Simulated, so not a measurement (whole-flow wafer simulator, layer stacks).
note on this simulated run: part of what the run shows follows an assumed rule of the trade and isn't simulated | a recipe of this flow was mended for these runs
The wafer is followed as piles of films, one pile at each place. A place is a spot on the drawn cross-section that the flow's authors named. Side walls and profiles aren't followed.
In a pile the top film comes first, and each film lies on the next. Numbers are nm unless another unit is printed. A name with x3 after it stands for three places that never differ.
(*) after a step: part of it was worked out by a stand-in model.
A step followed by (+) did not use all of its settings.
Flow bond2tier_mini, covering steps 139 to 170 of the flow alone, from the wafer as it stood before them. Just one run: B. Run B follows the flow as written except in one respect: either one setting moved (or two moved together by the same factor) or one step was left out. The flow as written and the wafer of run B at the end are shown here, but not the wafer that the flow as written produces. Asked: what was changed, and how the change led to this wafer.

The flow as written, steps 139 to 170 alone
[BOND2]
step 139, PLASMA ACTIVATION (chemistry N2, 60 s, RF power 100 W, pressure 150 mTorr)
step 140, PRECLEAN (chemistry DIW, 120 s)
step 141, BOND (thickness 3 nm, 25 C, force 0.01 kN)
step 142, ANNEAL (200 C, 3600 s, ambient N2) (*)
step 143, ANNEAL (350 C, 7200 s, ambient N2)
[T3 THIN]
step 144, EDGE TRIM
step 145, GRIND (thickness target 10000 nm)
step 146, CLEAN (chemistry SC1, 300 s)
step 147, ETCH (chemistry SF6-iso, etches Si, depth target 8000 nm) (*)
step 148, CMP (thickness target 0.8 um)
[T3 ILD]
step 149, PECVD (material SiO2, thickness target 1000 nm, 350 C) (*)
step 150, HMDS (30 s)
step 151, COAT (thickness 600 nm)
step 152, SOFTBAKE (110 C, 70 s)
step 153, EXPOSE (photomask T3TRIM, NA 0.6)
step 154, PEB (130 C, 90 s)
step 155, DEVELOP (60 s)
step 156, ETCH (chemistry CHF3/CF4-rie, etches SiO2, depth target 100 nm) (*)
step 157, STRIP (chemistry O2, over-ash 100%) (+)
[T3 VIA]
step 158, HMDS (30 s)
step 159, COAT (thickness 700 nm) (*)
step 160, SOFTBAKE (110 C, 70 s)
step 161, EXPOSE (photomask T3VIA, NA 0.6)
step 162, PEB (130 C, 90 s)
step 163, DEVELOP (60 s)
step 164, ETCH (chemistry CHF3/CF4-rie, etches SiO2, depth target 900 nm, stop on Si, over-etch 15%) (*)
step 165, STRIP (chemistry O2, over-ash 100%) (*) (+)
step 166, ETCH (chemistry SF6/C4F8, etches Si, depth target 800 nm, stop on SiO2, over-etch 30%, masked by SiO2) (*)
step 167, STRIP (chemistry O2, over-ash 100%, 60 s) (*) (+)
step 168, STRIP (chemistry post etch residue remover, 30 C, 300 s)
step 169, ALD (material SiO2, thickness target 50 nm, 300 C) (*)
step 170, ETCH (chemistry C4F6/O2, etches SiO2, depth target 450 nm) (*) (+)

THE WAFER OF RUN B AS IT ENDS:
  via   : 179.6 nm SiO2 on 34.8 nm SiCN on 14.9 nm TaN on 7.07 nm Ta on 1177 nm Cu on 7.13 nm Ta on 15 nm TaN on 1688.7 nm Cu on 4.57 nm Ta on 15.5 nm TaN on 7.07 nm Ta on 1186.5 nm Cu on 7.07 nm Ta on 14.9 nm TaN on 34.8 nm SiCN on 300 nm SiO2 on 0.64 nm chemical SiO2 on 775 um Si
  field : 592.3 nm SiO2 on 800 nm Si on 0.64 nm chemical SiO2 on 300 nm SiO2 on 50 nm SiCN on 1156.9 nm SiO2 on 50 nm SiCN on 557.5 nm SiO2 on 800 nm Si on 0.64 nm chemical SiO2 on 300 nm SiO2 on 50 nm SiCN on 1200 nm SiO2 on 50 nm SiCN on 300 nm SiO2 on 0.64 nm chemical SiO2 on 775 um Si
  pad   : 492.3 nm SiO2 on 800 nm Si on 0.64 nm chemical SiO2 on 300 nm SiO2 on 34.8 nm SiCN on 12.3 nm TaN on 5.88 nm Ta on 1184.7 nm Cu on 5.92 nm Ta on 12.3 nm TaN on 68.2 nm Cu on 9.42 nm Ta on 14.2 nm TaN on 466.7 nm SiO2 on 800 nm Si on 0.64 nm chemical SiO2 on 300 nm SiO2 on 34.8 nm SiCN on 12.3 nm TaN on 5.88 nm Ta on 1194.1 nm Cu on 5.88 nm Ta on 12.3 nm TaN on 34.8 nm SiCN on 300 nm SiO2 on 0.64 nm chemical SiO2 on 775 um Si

Cause: step 166, ETCH: depth target 596 nm was run, though the flow has depth target 800 nm.

How this came from the change, step by step:
  step 166, ETCH (chemistry SF6/C4F8, etches Si, depth target 800 nm, stop on SiO2, over-etch 30%, masked by SiO2) (*)
      via: Si loses 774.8 (as written it would have been: Si loses 788.8 (all of it), chemical SiO2 loses 0.64 (all of it), SiO2 loses 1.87)
      field, pad: SiO2 loses 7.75 (as written it would have been: SiO2 loses 10.3)
  step 169, ALD (material SiO2, thickness target 50 nm, 300 C) (*)
      via: SiO2 gains 50 (new film) (as written it would have been: SiO2 gains 50)
  step 170, ETCH (chemistry C4F6/O2, etches SiO2, depth target 450 nm) (*) (+)
      via: SiO2 loses 50 (all of it), Si loses 13.9 (all of it), chemical SiO2 loses 0.64 (all of it), SiO2 loses 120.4 (as written it would have been: SiO2 loses 348.1 (all of it), SiCN loses 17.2)
